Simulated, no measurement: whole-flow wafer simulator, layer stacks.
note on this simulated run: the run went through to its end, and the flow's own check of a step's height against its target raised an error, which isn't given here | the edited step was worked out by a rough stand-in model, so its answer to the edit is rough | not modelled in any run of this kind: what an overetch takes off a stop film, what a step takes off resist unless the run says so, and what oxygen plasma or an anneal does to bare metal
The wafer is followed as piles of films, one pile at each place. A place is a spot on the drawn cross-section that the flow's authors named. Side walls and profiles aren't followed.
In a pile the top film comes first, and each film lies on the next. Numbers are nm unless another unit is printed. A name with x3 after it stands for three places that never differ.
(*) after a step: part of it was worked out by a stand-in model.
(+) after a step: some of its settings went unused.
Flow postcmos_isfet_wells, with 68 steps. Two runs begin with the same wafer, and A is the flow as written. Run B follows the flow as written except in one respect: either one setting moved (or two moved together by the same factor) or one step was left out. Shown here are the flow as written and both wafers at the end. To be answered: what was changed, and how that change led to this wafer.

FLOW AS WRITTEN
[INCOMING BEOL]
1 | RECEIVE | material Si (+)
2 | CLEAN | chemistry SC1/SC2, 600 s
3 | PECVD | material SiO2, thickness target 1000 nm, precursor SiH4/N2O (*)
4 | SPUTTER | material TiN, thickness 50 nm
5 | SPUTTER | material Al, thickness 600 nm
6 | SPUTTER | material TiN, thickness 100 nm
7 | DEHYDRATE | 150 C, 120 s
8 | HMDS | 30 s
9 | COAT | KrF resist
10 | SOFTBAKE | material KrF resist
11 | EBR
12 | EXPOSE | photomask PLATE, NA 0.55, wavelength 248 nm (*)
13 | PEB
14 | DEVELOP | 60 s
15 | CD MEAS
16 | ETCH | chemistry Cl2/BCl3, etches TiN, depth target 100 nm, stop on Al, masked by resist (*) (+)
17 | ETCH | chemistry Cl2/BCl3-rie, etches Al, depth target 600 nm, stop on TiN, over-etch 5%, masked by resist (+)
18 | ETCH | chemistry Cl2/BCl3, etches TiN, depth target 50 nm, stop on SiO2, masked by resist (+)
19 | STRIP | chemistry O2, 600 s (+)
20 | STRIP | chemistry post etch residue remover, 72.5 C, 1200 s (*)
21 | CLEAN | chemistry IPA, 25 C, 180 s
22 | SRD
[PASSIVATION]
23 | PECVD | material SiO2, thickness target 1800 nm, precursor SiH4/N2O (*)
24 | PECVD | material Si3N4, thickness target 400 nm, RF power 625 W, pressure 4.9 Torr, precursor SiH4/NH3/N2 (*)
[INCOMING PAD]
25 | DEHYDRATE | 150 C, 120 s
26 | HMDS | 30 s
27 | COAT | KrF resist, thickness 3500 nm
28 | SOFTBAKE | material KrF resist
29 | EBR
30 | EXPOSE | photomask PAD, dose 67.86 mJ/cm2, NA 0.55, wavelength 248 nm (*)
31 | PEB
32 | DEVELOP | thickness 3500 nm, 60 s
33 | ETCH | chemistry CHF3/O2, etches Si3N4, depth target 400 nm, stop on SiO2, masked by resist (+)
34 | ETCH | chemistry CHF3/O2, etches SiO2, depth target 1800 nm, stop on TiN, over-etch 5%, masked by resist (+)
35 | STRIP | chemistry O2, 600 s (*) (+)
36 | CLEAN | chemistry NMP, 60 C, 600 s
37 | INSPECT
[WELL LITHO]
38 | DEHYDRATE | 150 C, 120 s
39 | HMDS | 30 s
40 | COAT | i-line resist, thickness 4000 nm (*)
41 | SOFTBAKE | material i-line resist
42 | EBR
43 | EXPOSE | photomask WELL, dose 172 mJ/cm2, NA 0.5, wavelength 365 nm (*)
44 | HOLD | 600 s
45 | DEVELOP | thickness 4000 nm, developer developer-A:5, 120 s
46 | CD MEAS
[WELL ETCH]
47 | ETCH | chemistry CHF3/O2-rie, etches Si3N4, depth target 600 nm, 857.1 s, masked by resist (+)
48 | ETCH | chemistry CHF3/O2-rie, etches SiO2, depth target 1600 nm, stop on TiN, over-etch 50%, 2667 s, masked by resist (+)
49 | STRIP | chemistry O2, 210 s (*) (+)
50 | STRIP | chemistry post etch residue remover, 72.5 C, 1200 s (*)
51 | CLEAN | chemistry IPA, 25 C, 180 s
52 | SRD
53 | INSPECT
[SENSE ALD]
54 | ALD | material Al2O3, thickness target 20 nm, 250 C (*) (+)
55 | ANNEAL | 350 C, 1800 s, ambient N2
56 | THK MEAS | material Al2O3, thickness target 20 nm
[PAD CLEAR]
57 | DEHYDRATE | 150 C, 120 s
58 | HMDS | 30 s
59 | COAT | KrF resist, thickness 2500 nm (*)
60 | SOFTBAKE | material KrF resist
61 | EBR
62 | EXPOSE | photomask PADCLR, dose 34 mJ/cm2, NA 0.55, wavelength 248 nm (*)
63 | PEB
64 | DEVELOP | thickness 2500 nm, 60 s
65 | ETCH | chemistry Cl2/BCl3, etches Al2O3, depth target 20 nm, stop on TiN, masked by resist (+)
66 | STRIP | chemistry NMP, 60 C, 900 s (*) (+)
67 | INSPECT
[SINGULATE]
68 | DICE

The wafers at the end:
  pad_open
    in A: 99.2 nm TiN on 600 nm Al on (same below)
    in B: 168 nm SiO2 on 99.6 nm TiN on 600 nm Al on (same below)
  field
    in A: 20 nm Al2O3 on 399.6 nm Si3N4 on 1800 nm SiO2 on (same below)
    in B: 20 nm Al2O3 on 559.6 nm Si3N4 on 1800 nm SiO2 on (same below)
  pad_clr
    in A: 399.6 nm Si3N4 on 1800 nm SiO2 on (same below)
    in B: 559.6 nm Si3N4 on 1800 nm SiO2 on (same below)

What caused this: step 24, PECVD: thickness target 560 nm was run, though the flow has thickness target 400 nm.

How this came from the change, step by step:
  24 | PECVD | material Si3N4, thickness target 400 nm, RF power 625 W, pressure 4.9 Torr, precursor SiH4/NH3/N2 (*)
      field, margin, well900, well1300 x3, pad_rim, pad_clr, pad_open: A Si3N4 gains 400 (new film) | B Si3N4 gains 560 (new film)
  33 | ETCH | chemistry CHF3/O2, etches Si3N4, depth target 400 nm, stop on SiO2, masked by resist (+)
      pad_open: A Si3N4 loses 400 (all of it) | B Si3N4 loses 400
  34 | ETCH | chemistry CHF3/O2, etches SiO2, depth target 1800 nm, stop on TiN, over-etch 5%, masked by resist (+)
      pad_open: A SiO2 loses 1800 (all of it) | B Si3N4 loses 160 (all of it), SiO2 loses 1632
  47 | ETCH | chemistry CHF3/O2-rie, etches Si3N4, depth target 600 nm, 857.1 s, masked by resist (+)
      well900, well1300 x3: A Si3N4 loses 400 (all of it), SiO2 loses 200 | B Si3N4 loses 560 (all of it), SiO2 loses 40
  48 | ETCH | chemistry CHF3/O2-rie, etches SiO2, depth target 1600 nm, stop on TiN, over-etch 50%, 2667 s, masked by resist (+)
      well900, well1300 x3: A SiO2 loses 1600 (all of it) | B SiO2 loses 1760 (all of it)
  59 | COAT | KrF resist, thickness 2500 nm (*)
      field: A KrF resist gains 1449 (new film) | B KrF resist gains 1372.6 (new film)
      margin: A KrF resist gains 1448.9 (new film) | B KrF resist gains 1372.5 (new film)
  63 | PEB
      field, margin: A KrF resist loses 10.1 | B KrF resist loses 9.55
  66 | STRIP | chemistry NMP, 60 C, 900 s (*) (+)
      field, margin: A KrF resist loses 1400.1 (all of it) | B KrF resist loses 1324.2 (all of it)
